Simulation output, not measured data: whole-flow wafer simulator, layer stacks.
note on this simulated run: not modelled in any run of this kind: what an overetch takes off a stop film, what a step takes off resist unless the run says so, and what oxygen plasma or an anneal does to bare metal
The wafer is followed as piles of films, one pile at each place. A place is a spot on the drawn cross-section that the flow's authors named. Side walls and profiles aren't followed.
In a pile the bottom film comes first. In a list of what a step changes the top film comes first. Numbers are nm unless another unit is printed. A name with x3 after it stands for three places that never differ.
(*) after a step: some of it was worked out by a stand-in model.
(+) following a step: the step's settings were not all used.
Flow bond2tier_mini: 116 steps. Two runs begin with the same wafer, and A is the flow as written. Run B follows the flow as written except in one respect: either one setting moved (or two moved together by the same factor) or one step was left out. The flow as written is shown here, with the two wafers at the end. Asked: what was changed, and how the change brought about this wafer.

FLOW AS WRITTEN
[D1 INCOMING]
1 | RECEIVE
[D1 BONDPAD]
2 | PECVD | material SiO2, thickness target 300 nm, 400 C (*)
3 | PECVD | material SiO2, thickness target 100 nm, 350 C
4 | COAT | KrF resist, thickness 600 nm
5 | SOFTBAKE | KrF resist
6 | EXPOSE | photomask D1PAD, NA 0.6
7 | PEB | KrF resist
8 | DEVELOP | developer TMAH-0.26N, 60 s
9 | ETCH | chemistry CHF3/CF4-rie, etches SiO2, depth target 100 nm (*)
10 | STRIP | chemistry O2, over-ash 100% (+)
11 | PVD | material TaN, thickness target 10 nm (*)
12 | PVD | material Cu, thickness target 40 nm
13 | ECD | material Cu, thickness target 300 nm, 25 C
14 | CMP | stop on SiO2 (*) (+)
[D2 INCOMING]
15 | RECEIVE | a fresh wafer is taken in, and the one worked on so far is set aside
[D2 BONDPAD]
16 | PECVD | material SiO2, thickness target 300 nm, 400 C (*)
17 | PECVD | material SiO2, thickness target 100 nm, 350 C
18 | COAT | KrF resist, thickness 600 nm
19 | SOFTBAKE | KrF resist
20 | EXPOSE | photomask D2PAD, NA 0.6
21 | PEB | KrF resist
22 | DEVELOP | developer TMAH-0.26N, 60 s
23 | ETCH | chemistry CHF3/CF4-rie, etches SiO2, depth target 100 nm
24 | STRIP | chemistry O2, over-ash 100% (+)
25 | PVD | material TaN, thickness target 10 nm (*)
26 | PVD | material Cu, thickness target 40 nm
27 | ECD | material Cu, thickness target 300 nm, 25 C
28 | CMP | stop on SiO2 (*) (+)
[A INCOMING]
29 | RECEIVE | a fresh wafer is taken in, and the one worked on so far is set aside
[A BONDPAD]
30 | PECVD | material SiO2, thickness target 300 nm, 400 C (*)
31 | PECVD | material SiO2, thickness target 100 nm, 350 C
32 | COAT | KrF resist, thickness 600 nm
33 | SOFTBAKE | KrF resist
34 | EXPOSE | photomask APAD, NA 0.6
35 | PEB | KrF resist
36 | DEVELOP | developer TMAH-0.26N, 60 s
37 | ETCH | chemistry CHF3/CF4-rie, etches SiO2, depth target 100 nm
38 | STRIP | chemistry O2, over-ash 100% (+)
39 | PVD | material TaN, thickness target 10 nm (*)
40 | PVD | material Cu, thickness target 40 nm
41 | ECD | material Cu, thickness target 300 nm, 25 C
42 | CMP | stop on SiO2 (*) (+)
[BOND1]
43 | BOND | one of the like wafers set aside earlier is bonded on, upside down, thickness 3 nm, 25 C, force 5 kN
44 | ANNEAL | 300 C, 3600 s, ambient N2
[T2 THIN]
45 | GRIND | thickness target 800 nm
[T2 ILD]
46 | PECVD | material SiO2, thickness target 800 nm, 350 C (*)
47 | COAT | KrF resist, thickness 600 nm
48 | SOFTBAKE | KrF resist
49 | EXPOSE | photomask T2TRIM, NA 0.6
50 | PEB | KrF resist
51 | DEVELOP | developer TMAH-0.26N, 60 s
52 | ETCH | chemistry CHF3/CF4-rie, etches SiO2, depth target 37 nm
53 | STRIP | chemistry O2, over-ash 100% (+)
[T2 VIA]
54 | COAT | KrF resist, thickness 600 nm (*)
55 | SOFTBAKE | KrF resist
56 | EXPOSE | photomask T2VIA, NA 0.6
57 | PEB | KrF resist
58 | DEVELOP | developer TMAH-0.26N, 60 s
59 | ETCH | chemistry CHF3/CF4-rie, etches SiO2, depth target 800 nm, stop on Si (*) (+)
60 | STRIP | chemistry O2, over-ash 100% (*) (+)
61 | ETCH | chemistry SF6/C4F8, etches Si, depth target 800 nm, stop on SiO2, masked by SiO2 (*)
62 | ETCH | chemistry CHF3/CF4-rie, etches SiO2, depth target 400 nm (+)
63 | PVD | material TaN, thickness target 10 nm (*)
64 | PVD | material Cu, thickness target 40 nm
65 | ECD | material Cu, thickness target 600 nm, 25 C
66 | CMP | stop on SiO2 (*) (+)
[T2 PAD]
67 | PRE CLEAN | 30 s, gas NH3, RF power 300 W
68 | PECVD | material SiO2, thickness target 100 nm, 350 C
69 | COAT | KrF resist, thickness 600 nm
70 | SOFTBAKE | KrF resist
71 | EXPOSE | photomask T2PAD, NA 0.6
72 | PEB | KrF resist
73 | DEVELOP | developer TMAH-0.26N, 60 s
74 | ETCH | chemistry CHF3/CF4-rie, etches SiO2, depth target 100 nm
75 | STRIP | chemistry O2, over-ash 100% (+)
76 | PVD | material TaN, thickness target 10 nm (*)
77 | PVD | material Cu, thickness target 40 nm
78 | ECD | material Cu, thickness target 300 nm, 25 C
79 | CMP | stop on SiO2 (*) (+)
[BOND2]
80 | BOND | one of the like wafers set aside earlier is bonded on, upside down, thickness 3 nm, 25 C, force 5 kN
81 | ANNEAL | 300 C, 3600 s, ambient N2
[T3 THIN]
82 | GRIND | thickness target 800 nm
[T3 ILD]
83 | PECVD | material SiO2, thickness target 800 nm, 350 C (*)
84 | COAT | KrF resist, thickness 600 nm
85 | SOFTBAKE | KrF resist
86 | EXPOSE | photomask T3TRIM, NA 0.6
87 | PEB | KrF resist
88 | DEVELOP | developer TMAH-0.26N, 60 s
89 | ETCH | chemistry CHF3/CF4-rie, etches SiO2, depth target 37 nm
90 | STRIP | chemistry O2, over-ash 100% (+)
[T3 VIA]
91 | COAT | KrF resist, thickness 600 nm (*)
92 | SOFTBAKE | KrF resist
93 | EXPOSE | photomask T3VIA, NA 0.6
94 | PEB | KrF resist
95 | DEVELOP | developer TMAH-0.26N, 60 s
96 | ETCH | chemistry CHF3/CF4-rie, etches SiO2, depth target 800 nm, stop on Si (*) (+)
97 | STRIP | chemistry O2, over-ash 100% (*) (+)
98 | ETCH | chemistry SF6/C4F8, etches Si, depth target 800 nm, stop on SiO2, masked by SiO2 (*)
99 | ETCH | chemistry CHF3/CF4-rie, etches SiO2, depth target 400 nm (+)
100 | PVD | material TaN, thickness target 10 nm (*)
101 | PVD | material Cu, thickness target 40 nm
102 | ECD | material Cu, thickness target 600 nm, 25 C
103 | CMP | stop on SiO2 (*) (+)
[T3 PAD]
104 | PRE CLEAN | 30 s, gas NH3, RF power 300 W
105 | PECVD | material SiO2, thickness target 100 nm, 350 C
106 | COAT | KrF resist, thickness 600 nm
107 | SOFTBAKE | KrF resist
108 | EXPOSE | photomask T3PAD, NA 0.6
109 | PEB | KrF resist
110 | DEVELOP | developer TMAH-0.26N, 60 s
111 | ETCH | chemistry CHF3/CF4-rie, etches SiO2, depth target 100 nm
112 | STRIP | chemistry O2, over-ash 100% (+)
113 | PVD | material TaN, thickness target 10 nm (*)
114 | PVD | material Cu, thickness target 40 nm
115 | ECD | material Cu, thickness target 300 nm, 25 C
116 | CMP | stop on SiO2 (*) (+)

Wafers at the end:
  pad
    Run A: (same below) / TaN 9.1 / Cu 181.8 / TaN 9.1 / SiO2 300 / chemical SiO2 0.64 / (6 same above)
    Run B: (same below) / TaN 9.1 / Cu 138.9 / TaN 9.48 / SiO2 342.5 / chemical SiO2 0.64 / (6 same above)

Cause: step 23, ETCH: depth target 57.5 nm was run, while the flow as written has depth target 100 nm.

Step by step, how the change led to this:
  23 | ETCH | chemistry CHF3/CF4-rie, etches SiO2, depth target 100 nm
      pad, via: A SiO2 loses 100 | B SiO2 loses 57.5
      field: A KrF resist loses 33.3 | B KrF resist loses 19.2
  24 | STRIP | chemistry O2, over-ash 100% (+)
      field: A KrF resist loses 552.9 (all of it) | B KrF resist loses 567.1 (all of it)
  26 | PVD | material Cu, thickness target 40 nm
      pad: A Cu gains 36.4 (new film) | B Cu gains 37.9 (new film)
  27 | ECD | material Cu, thickness target 300 nm, 25 C
      pad: A Cu gains 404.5 | B Cu gains 360.1
      via: A Cu gains 400.2 | B Cu gains 357.5
  80 | BOND | one of the like wafers set aside earlier is bonded on, upside down, thickness 3 nm, 25 C, force 5 kN
      pad: A Si gains 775 um (new film), chemical SiO2 gains 0.64 (new film), SiO2 gains 300 (new film), TaN gains 9.1 (new film), Cu gains 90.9 | B Si gains 775 um (new film), chemical SiO2 gains 0.64 (new film), SiO2 gains 342.5 (new film), TaN gains 9.48 (new film), Cu gains 48
